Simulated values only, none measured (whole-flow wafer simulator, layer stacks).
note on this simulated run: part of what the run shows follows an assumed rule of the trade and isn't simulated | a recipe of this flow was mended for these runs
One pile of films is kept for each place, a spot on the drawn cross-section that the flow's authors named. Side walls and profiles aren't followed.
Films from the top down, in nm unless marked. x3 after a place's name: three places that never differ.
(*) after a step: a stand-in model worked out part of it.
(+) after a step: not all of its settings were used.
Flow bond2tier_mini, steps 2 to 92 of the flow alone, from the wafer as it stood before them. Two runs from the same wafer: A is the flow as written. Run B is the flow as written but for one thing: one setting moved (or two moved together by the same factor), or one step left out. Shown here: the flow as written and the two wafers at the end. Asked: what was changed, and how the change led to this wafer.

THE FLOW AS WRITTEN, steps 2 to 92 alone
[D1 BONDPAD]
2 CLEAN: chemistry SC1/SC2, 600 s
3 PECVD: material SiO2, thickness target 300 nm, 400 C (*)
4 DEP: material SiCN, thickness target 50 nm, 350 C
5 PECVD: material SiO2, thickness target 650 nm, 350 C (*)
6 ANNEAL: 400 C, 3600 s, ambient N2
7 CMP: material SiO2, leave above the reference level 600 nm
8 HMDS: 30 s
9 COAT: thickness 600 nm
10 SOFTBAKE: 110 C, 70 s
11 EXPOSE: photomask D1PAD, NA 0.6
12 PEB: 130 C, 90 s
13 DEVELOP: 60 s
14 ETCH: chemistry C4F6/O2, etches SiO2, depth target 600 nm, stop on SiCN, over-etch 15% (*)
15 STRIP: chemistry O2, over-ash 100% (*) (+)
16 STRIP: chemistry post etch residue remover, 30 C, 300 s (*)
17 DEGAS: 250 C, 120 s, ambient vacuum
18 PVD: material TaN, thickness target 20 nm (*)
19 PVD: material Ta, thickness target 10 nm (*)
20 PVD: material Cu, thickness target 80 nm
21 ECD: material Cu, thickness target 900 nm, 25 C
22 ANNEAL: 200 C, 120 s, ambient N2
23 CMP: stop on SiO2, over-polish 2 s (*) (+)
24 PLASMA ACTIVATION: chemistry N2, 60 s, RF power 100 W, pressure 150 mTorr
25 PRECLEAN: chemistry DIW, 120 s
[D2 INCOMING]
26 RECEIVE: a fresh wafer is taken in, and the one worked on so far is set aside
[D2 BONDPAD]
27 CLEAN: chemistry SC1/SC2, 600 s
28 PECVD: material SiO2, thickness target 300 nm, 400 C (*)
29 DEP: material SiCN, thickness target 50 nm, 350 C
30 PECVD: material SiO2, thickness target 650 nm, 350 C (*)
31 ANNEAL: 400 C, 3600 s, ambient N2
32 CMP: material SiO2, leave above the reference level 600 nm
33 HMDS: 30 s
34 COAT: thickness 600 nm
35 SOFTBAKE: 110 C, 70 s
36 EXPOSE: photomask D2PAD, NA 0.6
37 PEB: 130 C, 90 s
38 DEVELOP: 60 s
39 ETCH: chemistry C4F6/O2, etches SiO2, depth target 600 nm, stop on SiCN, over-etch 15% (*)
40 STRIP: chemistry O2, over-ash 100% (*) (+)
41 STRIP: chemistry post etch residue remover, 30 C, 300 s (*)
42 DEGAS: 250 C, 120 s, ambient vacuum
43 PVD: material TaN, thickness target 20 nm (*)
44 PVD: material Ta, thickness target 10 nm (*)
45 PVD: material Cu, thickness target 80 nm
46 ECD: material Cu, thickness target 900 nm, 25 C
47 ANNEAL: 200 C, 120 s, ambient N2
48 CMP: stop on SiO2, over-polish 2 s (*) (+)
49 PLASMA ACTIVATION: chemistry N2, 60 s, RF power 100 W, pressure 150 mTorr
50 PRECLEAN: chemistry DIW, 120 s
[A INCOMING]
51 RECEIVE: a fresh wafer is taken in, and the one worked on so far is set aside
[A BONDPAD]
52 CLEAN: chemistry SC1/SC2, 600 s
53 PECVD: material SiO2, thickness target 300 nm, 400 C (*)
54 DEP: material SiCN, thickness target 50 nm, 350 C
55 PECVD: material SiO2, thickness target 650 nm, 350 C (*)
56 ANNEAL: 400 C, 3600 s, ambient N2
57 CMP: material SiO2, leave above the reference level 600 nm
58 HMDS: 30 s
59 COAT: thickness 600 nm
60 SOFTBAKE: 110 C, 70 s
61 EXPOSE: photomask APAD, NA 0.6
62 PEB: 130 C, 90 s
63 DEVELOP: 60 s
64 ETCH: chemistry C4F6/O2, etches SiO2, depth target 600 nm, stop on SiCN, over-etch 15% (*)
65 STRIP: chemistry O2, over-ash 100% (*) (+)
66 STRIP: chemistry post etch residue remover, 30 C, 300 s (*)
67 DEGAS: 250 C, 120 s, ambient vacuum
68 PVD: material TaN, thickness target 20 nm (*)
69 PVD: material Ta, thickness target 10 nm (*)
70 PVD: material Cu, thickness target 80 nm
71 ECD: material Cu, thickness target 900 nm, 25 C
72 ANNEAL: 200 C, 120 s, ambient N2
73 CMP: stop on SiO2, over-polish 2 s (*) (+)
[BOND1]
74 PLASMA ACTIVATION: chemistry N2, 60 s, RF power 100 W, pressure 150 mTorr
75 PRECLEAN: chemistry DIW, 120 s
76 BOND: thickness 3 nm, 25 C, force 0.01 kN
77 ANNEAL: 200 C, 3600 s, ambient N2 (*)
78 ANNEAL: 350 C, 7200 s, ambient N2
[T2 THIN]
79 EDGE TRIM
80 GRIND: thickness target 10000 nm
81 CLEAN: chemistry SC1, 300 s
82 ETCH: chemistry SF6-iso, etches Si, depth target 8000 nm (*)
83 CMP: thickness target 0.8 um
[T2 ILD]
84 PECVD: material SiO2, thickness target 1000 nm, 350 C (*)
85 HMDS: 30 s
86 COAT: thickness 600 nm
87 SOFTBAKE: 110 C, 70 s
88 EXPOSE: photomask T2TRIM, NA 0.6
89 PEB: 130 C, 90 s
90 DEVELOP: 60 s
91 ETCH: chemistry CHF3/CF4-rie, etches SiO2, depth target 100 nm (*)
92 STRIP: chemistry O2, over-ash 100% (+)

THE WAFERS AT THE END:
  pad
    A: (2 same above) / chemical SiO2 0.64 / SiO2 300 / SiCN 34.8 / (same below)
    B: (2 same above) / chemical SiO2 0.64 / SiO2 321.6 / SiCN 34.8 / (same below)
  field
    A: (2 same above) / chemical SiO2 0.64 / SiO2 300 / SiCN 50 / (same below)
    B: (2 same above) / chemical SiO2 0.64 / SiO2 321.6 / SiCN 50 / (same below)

The cause: step 3, PECVD: thickness target 321.6 nm was run, where the flow has thickness target 300 nm.
It can be read off the wafer: pad has SiO2 321.6, and step 3 as written asks for 300 nm.

How the change led to this, step by step:
  3 PECVD: material SiO2, thickness target 300 nm, 400 C (*)
      field, pad, via: A SiO2 +300 (new film) | B SiO2 +321.6 (new film)
  76 BOND: thickness 3 nm, 25 C, force 0.01 kN
      field: A Si +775 um (new film), chemical SiO2 +0.64 (new film), SiO2 +300 (new film), SiCN +50 (new film), SiO2 +600 | B Si +775 um (new film), chemical SiO2 +0.64 (new film), SiO2 +321.6 (new film), SiCN +50 (new film), SiO2 +600
      pad: A Si +775 um (new film), chemical SiO2 +0.64 (new film), SiO2 +300 (new film), SiCN +34.8 (new film), TaN +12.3 (new film), Ta +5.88 (new film), Cu +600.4 | B Si +775 um (new film), chemical SiO2 +0.64 (new film), SiO2 +321.6 (new film), SiCN +34.8 (new film), TaN +12.3 (new film), Ta +5.88 (new film), Cu +600.4
      (and at 1 more place)
